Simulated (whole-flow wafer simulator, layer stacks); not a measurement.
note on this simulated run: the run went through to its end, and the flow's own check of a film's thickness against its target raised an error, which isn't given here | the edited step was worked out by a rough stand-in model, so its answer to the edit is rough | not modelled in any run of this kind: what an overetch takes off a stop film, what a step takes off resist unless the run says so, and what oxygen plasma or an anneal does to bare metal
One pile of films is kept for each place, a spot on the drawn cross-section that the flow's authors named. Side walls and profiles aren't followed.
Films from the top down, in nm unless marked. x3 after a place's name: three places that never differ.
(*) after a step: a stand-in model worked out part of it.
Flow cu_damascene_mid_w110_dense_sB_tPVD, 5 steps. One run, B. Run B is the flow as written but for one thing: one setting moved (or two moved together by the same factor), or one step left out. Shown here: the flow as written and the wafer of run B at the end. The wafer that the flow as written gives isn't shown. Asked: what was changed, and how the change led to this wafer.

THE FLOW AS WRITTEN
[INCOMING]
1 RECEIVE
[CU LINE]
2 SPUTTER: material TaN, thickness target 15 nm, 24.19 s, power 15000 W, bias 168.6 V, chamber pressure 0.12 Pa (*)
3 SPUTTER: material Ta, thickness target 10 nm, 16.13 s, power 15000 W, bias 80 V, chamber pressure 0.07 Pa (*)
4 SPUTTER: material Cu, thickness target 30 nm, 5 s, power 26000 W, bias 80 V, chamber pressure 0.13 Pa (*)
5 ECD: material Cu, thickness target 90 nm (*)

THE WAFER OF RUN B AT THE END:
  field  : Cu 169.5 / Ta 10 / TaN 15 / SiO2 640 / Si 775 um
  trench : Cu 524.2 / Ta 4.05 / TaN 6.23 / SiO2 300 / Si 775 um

The cause: step 5, ECD: thickness target 139.5 nm was run, where the flow has thickness target 90 nm.

How the change led to this, step by step:
  5 ECD: material Cu, thickness target 90 nm (*)
      field: Cu +139.5 (as written it would be: Cu +90)
      trench: Cu +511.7 (as written it would be: Cu +462.2)
